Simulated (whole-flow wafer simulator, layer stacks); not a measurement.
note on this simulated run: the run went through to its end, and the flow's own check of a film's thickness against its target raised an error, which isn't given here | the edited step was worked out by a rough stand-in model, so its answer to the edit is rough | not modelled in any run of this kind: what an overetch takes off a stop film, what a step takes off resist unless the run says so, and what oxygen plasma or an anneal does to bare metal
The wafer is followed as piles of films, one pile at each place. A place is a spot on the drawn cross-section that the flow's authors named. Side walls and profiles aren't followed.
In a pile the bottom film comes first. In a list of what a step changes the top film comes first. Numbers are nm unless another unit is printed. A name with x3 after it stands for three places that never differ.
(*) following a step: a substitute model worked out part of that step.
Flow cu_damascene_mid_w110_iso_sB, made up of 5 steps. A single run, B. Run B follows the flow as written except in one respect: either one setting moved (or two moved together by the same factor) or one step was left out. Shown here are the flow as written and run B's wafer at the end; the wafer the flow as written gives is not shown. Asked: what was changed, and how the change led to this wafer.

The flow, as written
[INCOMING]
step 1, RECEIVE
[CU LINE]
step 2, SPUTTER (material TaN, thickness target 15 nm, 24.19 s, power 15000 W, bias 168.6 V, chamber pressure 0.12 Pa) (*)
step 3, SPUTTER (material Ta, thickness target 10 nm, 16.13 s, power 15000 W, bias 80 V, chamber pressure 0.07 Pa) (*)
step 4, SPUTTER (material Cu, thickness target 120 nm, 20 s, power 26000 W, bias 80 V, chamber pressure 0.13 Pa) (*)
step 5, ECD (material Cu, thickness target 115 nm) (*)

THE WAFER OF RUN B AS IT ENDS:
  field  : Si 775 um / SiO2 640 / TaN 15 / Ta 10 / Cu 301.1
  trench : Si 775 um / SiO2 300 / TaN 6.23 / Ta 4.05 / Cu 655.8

The reason: step 5, ECD: thickness target 181.1 nm was run, whereas the flow has thickness target 115 nm.

Step by step, how the change led to this:
  step 5, ECD (material Cu, thickness target 115 nm) (*)
      field: +181.1 Cu (in the flow as written it would be: +115 Cu)
      trench: +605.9 Cu (in the flow as written it would be: +539.8 Cu)
